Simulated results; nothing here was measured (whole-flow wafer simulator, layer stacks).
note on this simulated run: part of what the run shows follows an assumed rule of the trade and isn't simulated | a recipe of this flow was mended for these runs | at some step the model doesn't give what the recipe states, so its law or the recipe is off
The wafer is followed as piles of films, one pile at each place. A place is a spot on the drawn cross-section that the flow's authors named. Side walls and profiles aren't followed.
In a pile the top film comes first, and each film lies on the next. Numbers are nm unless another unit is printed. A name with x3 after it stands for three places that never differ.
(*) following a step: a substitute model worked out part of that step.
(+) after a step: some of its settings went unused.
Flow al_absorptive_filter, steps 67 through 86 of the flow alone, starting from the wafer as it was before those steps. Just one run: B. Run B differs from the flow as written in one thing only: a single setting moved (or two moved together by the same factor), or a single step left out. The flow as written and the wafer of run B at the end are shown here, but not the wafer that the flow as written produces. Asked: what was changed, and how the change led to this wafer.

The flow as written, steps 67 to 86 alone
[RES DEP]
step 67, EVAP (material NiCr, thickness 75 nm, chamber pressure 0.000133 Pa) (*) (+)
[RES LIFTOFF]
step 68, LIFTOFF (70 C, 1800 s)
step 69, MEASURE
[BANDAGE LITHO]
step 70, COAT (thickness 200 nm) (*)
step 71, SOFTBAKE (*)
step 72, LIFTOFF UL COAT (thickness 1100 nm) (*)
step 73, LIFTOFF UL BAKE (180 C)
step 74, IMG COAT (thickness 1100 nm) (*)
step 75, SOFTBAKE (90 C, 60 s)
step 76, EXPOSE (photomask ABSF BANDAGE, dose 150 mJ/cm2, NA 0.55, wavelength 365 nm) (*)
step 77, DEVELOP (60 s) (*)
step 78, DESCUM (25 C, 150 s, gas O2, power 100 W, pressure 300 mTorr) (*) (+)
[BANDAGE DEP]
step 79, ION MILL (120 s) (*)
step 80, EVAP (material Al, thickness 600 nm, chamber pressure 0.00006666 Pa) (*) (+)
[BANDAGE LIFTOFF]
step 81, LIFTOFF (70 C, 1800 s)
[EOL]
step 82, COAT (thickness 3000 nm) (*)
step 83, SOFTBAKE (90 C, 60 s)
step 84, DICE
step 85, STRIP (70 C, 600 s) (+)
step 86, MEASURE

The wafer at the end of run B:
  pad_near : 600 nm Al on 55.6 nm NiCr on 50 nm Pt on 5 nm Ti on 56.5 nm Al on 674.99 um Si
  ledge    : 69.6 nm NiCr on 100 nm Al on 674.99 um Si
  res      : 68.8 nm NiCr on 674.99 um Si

Cause: step 67, EVAP: thickness 69.6 nm was run, though the flow has thickness 75 nm.
The wafer itself shows it: ledge has NiCr 69.6, and step 67 as written asks for 75 nm.

Step by step, how the change led to this:
  step 67, EVAP (material NiCr, thickness 75 nm, chamber pressure 0.000133 Pa) (*) (+)
      gnd, pad_far, ledge and 9 more: NiCr gains 69.6 (new film) (it would be, as written: NiCr gains 75 (new film))
      pad_near: NiCr gains 68.9 (new film) (it would be, as written: NiCr gains 74.2 (new film))
      (and at 1 other place as well)
  step 68, LIFTOFF (70 C, 1800 s)
      xa_field, xl_land, idc_field: NiCr loses 69.6 (all of it), i-line-resist loses 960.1 (all of it), lift-off-underlayer loses 1100 (all of it), acrylic-e-beam-resist loses 200 (all of it) (it would be, as written: NiCr loses 75 (all of it), i-line-resist loses 960.1 (all of it), lift-off-underlayer loses 1100 (all of it), acrylic-e-beam-resist loses 200 (all of it))
      gnd: NiCr loses 69.6 (all of it), i-line-resist loses 959.5 (all of it), lift-off-underlayer loses 1100.9 (all of it), acrylic-e-beam-resist loses 200.6 (all of it) (it would be, as written: NiCr loses 75 (all of it), i-line-resist loses 959.5 (all of it), lift-off-underlayer loses 1100.9 (all of it), acrylic-e-beam-resist loses 200.6 (all of it))
      (and at 7 other places as well)
